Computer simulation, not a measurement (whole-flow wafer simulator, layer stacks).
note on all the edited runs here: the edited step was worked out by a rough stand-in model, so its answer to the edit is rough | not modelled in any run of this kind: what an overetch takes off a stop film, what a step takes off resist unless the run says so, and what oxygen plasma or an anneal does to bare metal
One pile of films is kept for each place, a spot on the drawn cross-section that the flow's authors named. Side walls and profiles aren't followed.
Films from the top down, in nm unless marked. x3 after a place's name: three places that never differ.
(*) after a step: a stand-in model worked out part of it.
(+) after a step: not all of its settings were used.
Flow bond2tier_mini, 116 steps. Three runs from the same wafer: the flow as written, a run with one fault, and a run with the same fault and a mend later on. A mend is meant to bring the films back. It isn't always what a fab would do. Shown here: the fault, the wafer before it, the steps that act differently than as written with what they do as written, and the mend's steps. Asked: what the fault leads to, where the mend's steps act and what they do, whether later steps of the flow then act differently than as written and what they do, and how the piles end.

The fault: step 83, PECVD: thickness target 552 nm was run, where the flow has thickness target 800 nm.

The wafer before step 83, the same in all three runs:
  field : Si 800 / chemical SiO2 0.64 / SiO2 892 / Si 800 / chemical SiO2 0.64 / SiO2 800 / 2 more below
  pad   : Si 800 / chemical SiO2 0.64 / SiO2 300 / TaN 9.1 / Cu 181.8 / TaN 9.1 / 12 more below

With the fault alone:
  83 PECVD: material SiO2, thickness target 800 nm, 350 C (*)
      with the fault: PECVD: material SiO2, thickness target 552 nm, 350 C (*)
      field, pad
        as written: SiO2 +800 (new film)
        with the fault: SiO2 +552 (new film)
  Later steps of the flow that act differently than as written:
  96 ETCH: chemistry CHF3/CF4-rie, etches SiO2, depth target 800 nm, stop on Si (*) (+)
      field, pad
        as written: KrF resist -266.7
        with the fault: KrF resist -257.5
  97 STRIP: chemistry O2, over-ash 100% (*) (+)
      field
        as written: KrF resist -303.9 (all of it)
        with the fault: KrF resist -313.1 (all of it)
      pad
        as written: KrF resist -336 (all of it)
        with the fault: KrF resist -345.1 (all of it)
  At the end the piles differ from the flow's by more than 2% or 0.5 nm, whichever is larger, at field, pad.
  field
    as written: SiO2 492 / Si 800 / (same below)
    with the fault: SiO2 244 / Si 800 / (same below)
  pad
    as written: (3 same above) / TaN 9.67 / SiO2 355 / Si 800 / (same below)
    with the fault: (3 same above) / TaN 9.67 / SiO2 107 / Si 800 / (same below)

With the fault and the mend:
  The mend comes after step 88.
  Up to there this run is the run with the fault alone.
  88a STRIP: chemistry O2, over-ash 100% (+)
      field
        KrF resist -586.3 (all of it)
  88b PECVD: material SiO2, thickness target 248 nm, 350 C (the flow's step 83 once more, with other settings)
      field, pad
        SiO2 +248
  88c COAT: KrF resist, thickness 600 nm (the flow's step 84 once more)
      field, pad
        KrF resist +600 (new film)
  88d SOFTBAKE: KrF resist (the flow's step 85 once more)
      changes no film at any place that is followed
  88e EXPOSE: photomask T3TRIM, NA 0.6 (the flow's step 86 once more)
      changes no film at any place that is followed
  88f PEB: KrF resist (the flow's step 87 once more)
      changes no film at any place that is followed
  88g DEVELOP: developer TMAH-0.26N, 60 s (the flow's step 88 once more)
      field
        KrF resist -13.7
      pad
        KrF resist -600 (all of it)
  No later step of the flow acts differently than as written at any place that is followed.
  At the end the piles are the same as the flow's at every place that both follow.
